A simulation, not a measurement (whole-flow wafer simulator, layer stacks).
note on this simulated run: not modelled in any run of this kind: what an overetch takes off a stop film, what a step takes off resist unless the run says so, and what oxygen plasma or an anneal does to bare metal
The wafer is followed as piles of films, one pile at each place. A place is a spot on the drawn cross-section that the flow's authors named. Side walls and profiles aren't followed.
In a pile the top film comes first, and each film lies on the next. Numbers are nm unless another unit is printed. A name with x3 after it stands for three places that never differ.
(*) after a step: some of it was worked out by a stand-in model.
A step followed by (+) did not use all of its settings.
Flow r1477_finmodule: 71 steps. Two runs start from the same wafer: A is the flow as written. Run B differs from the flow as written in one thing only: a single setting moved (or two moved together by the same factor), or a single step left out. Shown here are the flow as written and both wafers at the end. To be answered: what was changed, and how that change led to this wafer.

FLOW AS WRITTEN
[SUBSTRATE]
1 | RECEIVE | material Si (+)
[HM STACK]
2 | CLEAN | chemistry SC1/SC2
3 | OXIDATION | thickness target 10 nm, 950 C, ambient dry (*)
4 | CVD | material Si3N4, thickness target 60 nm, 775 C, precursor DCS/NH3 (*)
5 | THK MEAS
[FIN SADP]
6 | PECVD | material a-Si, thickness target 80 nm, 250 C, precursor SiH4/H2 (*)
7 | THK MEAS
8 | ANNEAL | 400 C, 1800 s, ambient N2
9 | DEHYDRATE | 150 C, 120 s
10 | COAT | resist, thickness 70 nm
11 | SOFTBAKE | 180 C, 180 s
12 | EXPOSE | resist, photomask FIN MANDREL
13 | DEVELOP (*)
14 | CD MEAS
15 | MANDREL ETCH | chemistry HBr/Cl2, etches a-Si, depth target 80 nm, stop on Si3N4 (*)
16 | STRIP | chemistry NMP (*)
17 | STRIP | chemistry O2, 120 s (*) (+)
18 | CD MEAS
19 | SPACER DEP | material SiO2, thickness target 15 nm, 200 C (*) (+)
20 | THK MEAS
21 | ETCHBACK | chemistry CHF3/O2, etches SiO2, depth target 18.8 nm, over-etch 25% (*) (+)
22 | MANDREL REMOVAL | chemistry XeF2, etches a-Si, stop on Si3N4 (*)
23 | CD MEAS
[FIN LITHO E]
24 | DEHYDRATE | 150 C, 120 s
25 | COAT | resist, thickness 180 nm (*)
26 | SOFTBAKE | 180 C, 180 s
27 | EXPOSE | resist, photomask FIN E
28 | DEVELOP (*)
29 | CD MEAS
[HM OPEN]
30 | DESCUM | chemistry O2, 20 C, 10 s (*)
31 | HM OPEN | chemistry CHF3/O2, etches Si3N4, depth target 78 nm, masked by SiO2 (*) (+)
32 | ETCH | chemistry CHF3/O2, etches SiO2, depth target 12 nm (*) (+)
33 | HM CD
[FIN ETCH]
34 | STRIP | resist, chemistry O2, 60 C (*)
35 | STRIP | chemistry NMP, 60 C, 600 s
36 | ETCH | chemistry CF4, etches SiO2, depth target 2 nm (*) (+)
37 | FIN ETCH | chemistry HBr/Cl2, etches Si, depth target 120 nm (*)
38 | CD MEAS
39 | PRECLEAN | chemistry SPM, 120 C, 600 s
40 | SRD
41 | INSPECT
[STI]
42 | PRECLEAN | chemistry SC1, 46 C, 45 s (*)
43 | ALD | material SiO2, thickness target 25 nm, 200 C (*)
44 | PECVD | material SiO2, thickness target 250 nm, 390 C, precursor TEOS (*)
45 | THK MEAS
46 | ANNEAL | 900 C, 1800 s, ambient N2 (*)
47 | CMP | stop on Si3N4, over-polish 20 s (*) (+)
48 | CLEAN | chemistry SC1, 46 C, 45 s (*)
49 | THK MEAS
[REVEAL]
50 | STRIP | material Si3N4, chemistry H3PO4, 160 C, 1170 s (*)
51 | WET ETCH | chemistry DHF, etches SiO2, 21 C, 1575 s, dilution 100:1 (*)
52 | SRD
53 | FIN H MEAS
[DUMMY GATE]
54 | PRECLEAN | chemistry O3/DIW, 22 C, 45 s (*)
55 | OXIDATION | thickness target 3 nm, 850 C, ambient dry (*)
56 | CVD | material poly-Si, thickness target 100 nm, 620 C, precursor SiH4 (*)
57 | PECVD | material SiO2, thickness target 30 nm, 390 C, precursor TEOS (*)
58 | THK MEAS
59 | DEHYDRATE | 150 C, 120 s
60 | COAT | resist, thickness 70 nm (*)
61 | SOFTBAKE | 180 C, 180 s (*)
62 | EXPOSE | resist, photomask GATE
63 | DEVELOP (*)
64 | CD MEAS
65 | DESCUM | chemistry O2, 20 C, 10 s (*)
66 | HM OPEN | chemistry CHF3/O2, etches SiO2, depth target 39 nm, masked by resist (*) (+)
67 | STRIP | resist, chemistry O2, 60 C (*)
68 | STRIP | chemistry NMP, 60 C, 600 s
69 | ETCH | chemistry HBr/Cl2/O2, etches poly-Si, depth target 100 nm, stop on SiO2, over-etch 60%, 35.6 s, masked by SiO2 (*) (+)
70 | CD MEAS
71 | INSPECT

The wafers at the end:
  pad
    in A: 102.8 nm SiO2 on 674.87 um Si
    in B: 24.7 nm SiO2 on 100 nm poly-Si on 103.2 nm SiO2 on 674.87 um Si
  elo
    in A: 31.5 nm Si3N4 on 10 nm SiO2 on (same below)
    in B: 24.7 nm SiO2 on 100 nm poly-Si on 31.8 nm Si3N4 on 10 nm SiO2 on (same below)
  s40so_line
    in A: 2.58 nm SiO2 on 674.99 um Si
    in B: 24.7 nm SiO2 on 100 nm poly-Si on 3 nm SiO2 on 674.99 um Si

What caused this: step 66, HM OPEN: chemistry CHF3/O2, etches SiO2, depth target 39 nm, masked by resist (*) (+), was omitted.

Step by step, how the change led to this:
  67 | STRIP | resist, chemistry O2, 60 C (*)
      pad, elo, eso and 15 more: A chemical SiO2 gains 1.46 (new film), poly-Si loses 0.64 | B nothing
      padg, elg, esg: A resist loses 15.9 (all of it) | B resist loses 53.3 (all of it)
      (also at 15 further places)
  69 | ETCH | chemistry HBr/Cl2/O2, etches poly-Si, depth target 100 nm, stop on SiO2, over-etch 60%, 35.6 s, masked by SiO2 (*) (+)
      pad, eso, e40so and 8 more: A chemical SiO2 loses 1.46 (all of it), poly-Si loses 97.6 (all of it), SiO2 loses 0.42 | B SiO2 loses 5.3
      elo, e40lo, e100lo, e200lo: A chemical SiO2 loses 1.46 (all of it), poly-Si loses 97.6 (all of it), Si3N4 loses 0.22 | B SiO2 loses 5.3
      (also at 3 further places)
